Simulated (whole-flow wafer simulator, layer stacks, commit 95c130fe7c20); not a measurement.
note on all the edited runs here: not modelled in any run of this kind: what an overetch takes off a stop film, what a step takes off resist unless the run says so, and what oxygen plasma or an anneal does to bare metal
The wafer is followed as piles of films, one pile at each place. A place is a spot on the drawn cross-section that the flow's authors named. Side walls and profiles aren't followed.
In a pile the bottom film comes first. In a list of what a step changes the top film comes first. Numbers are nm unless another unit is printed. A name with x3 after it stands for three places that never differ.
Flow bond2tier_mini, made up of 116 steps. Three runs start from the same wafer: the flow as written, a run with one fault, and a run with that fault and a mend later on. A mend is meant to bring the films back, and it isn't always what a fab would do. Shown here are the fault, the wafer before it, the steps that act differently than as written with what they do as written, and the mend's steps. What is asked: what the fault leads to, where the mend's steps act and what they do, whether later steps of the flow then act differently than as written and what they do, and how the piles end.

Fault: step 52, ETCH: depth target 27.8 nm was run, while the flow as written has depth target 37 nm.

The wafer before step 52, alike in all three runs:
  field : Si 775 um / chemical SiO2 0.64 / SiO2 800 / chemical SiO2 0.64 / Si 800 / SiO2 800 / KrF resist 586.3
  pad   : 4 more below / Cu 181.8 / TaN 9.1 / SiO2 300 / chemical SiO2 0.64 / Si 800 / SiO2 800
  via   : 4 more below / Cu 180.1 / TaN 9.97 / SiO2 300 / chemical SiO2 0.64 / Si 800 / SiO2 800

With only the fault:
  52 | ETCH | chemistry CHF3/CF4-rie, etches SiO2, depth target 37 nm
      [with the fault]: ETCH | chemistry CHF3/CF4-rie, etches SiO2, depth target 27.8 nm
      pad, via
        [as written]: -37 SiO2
        [with the fault]: -27.8 SiO2
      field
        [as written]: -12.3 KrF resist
        [with the fault]: -9.27 KrF resist
  None of the later steps of the flow differs from how it acts as written, at any place that is followed, by more than 2% or 0.5 nm, whichever is larger.
  By the end, the piles at pad depart from the flow's by more than 2% or 0.5 nm, whichever is larger.
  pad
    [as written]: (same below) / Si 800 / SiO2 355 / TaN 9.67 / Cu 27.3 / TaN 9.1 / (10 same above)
    [with the fault]: (same below) / Si 800 / SiO2 364.2 / TaN 9.75 / Cu 18 / TaN 9.1 / (10 same above)

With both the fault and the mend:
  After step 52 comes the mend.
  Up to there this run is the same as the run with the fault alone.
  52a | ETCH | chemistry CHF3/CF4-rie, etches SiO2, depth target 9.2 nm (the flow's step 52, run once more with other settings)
      pad, via
        -9.2 SiO2
      field
        -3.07 KrF resist
  None of the later steps of the flow acts differently than as written at any place that is followed.
  At every place that both follow, the piles at the end match the flow's.
